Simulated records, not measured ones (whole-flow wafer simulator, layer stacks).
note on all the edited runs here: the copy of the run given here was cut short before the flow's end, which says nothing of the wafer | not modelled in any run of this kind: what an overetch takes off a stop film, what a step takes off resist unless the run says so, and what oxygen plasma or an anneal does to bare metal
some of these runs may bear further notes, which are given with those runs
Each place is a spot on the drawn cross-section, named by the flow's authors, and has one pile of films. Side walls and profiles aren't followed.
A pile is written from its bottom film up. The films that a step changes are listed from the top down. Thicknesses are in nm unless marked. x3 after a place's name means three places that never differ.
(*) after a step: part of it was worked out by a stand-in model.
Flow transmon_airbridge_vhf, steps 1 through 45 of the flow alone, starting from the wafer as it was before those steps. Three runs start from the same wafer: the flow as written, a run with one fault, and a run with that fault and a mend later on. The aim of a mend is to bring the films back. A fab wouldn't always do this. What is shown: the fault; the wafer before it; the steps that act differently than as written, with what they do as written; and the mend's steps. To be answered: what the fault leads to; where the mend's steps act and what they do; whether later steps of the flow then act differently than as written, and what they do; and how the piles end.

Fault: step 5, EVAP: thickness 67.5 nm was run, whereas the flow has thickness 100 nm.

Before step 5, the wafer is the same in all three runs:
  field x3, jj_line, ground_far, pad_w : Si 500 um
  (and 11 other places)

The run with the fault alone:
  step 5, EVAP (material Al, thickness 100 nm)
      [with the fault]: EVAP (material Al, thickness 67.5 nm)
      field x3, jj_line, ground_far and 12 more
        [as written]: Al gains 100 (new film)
        [with the fault]: Al gains 67.5 (new film)
  Steps later in the flow that act otherwise than as written (14 more steps, not shown, differ only slightly: by at most 2% or 0.5 nm, whichever is larger):
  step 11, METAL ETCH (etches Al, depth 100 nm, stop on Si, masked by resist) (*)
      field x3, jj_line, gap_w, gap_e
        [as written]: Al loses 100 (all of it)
        [with the fault]: Al loses 67.5 (all of it)
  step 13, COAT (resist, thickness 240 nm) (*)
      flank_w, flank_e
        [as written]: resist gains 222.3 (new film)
        [with the fault]: resist gains 227.6 (new film)
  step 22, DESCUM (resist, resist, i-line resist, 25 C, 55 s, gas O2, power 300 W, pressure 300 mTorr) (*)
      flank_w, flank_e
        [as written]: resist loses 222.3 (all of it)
        [with the fault]: resist loses 227.6 (all of it)
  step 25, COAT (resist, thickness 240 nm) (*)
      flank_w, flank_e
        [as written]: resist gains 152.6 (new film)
        [with the fault]: resist gains 155.9 (new film)
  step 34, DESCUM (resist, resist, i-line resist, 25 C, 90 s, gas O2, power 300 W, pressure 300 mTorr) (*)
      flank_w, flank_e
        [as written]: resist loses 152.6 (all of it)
        [with the fault]: resist loses 155.9 (all of it)
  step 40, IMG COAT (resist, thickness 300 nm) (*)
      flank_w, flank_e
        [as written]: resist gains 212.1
        [with the fault]: resist gains 216.9
  At ground_far, pad_w, flank_w and 8 more, the piles at the end differ from the flow's by more than 2% or 0.5 nm, whichever is larger.
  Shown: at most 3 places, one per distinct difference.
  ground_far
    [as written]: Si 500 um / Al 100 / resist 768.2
    [with the fault]: Si 500 um / Al 67.5 / resist 768.2
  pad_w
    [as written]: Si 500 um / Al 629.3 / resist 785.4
    [with the fault]: Si 500 um / Al 596.8 / resist 786.6
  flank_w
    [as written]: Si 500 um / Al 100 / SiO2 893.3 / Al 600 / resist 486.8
    [with the fault]: Si 500 um / Al 67.5 / SiO2 893.1 / Al 600 / resist 492.4

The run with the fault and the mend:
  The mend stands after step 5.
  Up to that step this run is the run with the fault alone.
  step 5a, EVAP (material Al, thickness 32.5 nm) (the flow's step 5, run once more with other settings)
      field x3, jj_line, ground_far and 12 more
        Al gains 32.5
  None of the later steps of the flow acts differently than as written at any place that is followed.
  The piles end the same as the flow's at every place that both follow.
